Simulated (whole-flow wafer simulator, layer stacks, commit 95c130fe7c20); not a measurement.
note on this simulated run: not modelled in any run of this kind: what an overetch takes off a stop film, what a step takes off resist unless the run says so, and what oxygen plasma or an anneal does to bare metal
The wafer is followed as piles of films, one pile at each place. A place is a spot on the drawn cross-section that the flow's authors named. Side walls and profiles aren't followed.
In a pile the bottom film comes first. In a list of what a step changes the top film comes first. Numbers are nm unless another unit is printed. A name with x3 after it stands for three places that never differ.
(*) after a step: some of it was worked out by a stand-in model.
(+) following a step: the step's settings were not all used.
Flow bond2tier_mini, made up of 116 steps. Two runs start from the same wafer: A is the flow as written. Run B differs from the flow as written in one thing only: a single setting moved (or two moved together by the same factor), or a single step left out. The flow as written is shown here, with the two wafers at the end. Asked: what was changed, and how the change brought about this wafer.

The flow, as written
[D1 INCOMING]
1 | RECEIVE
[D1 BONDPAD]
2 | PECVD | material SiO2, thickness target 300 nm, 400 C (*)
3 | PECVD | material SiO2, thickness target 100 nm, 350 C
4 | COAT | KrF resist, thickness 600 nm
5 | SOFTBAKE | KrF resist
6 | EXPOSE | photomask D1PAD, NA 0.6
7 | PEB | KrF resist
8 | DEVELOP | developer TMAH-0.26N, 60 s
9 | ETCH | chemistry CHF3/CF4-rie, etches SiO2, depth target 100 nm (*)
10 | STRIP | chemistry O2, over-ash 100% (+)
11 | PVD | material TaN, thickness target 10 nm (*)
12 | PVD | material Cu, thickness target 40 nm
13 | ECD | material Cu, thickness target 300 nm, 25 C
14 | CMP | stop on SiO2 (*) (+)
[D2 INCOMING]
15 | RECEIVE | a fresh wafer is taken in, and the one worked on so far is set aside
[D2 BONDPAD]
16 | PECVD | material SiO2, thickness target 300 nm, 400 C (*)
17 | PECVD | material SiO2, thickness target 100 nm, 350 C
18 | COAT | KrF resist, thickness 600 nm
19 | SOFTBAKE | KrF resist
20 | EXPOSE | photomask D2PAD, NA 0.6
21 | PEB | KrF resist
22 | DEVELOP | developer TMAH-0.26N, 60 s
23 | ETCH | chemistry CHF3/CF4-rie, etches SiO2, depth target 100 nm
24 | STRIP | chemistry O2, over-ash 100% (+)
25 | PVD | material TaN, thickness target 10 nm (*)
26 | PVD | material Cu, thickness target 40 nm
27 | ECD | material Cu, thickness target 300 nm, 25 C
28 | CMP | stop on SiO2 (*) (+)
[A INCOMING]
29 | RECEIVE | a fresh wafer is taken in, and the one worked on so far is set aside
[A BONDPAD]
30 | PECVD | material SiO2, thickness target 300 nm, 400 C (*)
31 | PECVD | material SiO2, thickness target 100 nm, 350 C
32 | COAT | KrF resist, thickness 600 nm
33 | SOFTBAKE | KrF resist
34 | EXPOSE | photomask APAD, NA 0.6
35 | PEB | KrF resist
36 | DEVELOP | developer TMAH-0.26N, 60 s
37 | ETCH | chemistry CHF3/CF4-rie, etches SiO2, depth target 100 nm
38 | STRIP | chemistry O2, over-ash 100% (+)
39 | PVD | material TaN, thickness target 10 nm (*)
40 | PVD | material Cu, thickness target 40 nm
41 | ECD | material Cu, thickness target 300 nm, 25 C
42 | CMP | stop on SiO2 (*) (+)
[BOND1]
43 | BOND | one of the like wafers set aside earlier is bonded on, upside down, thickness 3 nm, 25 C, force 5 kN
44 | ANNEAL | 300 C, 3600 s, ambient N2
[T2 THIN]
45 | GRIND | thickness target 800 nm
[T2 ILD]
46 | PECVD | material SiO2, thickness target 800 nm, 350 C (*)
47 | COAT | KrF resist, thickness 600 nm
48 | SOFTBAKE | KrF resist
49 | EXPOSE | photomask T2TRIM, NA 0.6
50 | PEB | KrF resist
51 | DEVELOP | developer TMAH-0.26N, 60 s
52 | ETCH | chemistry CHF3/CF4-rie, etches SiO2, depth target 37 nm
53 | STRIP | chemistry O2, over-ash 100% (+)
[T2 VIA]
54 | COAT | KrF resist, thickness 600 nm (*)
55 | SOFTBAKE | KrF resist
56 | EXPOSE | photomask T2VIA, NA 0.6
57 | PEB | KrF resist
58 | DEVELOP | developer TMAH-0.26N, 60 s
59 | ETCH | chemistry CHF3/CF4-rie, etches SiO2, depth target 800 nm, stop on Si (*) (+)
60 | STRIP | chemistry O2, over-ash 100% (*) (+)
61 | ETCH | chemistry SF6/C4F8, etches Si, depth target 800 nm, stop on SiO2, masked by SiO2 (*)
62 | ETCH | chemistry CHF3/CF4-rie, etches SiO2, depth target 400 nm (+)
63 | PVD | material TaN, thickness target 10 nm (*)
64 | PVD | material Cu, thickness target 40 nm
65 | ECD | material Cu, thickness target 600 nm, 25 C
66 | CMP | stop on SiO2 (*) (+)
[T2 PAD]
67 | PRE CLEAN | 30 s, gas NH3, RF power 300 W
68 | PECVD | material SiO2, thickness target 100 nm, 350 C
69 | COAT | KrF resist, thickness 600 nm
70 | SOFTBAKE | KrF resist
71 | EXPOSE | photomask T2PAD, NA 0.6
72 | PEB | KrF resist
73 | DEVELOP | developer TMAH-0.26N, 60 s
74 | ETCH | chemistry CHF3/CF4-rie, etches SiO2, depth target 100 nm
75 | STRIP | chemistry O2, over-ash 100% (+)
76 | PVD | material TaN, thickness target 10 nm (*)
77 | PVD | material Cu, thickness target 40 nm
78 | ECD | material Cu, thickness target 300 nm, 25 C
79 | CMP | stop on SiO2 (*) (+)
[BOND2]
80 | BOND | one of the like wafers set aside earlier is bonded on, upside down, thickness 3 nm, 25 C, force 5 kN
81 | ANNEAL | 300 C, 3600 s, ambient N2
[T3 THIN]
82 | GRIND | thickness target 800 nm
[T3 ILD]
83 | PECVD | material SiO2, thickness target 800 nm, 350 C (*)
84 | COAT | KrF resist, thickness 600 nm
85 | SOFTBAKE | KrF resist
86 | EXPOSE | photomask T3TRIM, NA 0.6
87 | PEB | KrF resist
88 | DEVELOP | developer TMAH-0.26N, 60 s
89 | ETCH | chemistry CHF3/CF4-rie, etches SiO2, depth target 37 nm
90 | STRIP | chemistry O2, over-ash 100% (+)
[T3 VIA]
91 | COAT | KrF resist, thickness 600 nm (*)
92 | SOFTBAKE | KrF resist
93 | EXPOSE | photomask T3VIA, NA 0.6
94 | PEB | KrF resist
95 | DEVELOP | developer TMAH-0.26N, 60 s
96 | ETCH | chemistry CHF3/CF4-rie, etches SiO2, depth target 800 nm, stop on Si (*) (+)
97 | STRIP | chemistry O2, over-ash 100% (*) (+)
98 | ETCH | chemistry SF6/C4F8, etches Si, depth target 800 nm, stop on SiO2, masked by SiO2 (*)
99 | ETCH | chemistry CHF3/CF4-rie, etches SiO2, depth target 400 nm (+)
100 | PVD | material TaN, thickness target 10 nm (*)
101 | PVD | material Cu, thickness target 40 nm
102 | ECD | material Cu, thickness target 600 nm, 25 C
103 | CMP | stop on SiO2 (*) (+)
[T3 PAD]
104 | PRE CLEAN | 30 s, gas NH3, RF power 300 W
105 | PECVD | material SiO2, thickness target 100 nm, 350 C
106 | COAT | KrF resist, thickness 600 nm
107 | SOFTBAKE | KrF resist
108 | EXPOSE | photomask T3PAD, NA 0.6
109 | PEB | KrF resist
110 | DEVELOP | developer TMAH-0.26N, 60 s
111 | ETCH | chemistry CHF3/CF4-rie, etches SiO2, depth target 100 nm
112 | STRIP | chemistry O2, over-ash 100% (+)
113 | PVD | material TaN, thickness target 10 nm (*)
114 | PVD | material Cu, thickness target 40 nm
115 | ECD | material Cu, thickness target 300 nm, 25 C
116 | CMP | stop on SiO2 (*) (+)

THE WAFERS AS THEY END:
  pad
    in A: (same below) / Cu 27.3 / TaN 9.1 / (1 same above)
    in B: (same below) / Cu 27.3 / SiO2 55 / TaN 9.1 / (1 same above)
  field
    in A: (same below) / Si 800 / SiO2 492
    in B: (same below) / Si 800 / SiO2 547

Cause: step 105, PECVD: thickness target 155 nm was run, whereas the flow has thickness target 100 nm.

The path from the change to this, step by step:
  105 | PECVD | material SiO2, thickness target 100 nm, 350 C
      field: A +100 SiO2 | B +155 SiO2
      pad: A +100 SiO2 (new film) | B +155 SiO2 (new film)
  111 | ETCH | chemistry CHF3/CF4-rie, etches SiO2, depth target 100 nm
      pad: A -100 SiO2 (all of it) | B -100 SiO2
Taking metal films that touch as one body, pad has 4 bodies (between them, from the top down: SiO2 55; SiO2 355 / Si 800 / chemical SiO2 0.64 / SiO2 300; SiO2 355 / Si 800 / chemical SiO2 0.64 / SiO2 300); the flow as written gives 3 bodies (between them, from the top down: SiO2 355 / Si 800 / chemical SiO2 0.64 / SiO2 300; SiO2 355 / Si 800 / chemical SiO2 0.64 / SiO2 300).
